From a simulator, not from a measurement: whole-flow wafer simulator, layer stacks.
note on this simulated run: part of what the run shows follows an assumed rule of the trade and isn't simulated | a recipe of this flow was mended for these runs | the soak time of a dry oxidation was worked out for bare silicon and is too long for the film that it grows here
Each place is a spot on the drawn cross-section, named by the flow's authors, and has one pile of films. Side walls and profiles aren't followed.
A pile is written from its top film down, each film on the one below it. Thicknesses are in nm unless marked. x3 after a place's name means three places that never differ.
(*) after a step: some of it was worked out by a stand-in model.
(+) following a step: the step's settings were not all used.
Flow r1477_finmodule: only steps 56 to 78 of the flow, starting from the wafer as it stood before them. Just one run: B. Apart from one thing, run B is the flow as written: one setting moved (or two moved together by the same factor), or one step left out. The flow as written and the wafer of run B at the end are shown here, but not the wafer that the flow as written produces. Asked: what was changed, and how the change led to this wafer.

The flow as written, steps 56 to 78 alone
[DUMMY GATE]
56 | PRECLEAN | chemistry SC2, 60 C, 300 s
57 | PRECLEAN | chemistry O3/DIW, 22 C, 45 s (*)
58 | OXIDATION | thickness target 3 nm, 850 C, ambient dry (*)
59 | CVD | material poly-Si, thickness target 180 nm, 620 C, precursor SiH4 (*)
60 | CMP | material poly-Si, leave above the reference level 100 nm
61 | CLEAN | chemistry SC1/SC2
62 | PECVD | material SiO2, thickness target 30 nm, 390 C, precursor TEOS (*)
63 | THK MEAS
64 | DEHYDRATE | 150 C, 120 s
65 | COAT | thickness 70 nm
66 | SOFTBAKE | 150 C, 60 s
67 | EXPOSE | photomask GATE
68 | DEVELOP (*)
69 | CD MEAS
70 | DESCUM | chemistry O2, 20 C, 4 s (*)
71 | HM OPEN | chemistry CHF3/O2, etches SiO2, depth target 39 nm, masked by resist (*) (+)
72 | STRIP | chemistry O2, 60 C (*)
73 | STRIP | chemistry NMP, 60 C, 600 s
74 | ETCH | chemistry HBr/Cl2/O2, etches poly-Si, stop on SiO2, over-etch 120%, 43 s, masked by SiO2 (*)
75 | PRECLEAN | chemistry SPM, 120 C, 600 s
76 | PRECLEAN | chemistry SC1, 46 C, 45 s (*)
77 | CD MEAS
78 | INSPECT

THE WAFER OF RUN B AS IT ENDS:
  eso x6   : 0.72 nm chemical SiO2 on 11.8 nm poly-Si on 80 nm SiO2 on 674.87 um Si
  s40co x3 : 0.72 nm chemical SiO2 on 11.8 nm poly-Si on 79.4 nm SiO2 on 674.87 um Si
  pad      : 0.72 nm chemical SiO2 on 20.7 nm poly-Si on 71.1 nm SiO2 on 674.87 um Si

What caused this: step 74, ETCH: over-etch 55% was run, while the flow as written has over-etch 120%.

How this came from the change, step by step:
  74 | ETCH | chemistry HBr/Cl2/O2, etches poly-Si, stop on SiO2, over-etch 120%, 43 s, masked by SiO2 (*)
      eso x6, e200so, s40co x3: chemical SiO2 loses 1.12 (all of it), poly-Si loses 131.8 (it would be, as written: chemical SiO2 loses 1.12 (all of it), poly-Si loses 143.9 (all of it), SiO2 loses 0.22)
      pad: chemical SiO2 loses 1.12 (all of it), poly-Si loses 131.8 (it would be, as written: chemical SiO2 loses 1.12 (all of it), poly-Si loses 152.8 (all of it), SiO2 loses 0.17)
  75 | PRECLEAN | chemistry SPM, 120 C, 600 s
      pad, eso x6, e200so, s40co x3: chemical SiO2 gains 0.8 (new film), poly-Si loses 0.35 (it would be, as written: nothing)
